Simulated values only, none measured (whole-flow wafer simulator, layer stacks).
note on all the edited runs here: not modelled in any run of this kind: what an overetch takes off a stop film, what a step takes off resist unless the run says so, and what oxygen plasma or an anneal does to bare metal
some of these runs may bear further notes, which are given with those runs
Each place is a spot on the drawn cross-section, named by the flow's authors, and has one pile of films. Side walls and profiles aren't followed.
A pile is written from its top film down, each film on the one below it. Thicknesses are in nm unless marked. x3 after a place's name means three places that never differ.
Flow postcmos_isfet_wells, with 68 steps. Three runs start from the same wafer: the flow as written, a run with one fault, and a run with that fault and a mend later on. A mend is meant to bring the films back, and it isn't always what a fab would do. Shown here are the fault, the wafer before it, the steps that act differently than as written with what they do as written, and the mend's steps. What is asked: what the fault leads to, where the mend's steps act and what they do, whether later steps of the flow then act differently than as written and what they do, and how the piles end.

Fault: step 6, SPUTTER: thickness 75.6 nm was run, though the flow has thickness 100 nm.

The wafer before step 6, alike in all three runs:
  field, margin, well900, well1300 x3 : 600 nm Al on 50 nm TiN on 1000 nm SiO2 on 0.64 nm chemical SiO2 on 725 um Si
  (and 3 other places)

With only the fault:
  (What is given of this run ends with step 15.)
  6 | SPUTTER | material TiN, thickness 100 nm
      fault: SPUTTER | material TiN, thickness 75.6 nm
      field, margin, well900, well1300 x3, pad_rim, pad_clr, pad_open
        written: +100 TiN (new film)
        fault: +75.6 TiN (new film)
  Later steps of the flow up to step 15 that are run all act as written at every place that is followed.
  The piles after step 15 differ from the flow's at field, margin, well900, well1300 x3, pad_rim, pad_clr, pad_open by more than 2% or 0.5 nm, whichever is larger.
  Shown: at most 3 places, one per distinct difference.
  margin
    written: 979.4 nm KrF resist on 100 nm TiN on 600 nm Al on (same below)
    fault: 979.4 nm KrF resist on 75.6 nm TiN on 600 nm Al on (same below)
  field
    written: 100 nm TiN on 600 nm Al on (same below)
    fault: 75.6 nm TiN on 600 nm Al on (same below)

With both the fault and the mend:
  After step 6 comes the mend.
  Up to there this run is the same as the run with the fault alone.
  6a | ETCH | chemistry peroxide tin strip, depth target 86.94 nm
      field, margin, well900, well1300 x3, pad_rim, pad_clr, pad_open
        -75.6 TiN (all of it)
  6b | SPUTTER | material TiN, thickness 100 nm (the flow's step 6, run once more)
      field, margin, well900, well1300 x3, pad_rim, pad_clr, pad_open
        +100 TiN (new film)
  Later steps of the flow that are run all act as written at every place that is followed.
  By the end, the piles equal the flow's at every place that both follow.
